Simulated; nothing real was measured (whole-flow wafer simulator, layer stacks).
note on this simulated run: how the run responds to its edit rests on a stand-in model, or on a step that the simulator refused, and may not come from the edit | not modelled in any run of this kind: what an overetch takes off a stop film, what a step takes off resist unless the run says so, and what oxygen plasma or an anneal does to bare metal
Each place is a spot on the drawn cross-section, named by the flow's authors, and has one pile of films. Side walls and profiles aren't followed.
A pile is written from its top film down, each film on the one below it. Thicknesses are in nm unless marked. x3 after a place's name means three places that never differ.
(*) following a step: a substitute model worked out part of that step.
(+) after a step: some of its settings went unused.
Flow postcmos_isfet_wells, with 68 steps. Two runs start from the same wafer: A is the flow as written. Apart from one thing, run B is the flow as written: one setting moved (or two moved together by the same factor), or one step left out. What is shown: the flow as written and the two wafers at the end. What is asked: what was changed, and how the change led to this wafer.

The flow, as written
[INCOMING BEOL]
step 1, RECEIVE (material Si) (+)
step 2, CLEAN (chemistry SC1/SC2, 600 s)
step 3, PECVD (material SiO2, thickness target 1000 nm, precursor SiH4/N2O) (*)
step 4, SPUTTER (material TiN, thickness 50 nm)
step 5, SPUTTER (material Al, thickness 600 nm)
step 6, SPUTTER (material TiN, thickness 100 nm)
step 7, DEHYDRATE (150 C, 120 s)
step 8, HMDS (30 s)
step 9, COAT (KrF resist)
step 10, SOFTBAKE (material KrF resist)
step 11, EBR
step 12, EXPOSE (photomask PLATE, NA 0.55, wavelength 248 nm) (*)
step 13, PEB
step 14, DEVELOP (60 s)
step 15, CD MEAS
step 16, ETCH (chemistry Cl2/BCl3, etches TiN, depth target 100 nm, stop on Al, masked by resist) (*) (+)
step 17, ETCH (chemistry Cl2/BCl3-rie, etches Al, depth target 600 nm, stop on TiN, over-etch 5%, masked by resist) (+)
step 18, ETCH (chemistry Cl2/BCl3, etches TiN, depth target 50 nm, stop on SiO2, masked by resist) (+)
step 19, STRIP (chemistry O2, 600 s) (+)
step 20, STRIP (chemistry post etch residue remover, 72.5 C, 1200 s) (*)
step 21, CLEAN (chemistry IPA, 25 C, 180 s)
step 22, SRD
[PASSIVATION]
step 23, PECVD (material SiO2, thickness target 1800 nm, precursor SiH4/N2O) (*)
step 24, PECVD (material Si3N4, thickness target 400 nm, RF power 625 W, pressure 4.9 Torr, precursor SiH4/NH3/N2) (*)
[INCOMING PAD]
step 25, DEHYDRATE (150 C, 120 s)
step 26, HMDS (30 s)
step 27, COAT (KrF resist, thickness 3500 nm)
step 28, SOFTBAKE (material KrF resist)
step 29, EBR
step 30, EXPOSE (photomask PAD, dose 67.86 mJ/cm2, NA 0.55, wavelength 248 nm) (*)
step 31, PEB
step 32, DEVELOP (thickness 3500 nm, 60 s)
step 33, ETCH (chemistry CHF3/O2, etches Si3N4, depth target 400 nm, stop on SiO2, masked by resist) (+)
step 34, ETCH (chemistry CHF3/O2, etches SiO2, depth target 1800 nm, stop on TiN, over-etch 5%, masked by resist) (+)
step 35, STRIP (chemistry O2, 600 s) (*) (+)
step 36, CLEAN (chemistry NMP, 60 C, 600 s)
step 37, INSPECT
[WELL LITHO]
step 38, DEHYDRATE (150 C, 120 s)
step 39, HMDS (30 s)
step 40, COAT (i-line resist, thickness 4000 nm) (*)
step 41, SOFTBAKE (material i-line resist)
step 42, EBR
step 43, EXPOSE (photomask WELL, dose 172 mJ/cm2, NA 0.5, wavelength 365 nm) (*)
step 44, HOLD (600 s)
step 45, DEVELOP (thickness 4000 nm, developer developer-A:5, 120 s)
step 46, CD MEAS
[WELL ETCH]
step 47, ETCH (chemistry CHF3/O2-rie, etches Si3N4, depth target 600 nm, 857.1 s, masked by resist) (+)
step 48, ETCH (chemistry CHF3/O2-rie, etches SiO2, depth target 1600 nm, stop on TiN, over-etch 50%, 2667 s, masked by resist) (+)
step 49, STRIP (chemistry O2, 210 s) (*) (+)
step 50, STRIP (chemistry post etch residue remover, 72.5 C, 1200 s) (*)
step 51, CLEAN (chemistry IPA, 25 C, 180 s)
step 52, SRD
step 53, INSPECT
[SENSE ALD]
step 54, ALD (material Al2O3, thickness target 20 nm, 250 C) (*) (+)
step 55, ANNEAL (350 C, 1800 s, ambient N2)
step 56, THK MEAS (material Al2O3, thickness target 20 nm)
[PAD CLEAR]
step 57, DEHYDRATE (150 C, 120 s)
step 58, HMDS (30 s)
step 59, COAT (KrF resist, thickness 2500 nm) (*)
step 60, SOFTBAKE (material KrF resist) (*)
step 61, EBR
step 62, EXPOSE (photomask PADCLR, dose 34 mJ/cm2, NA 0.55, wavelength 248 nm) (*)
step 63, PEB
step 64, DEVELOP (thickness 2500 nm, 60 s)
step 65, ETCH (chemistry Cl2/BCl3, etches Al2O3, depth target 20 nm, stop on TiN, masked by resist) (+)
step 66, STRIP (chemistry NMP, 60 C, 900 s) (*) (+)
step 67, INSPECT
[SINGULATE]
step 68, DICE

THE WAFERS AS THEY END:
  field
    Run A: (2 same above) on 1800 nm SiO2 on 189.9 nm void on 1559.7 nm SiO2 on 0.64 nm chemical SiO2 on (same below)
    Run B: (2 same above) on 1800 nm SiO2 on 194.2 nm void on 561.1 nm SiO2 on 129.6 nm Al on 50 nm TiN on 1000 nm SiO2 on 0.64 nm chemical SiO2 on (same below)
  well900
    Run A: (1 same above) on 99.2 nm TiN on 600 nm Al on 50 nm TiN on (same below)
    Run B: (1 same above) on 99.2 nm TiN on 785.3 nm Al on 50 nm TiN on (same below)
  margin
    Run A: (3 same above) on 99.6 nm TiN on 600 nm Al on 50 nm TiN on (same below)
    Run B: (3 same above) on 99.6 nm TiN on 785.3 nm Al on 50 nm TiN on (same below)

The reason: step 5, SPUTTER: thickness 785.3 nm was run, though the flow has thickness 600 nm.
The wafer lets one read it off: well900 has Al 785.3, and step 5 as written asks for 600 nm.

The path from the change to this, step by step:
  step 5, SPUTTER (material Al, thickness 600 nm)
      field, margin, well900, well1300 x3, pad_rim, pad_clr, pad_open: A +600 Al (new film) | B +785.3 Al (new film)
  step 17, ETCH (chemistry Cl2/BCl3-rie, etches Al, depth target 600 nm, stop on TiN, over-etch 5%, masked by resist) (+)
      field: A -600 Al (all of it) | B -600 Al
  step 18, ETCH (chemistry Cl2/BCl3, etches TiN, depth target 50 nm, stop on SiO2, masked by resist) (+)
      field: A -50 TiN (all of it) | B -50 Al
  step 20, STRIP (chemistry post etch residue remover, 72.5 C, 1200 s) (*)
      field: A nothing | B -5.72 Al
  step 23, PECVD (material SiO2, thickness target 1800 nm, precursor SiH4/N2O) (*)
      field: A +1800 SiO2 (new film), +189.9 void (new film), +559.7 SiO2 | B +1800 SiO2 (new film), +194.2 void (new film), +561.1 SiO2 (new film)
If metal films that touch count as one body, field has 1 body; the flow as written gives 0 bodies.
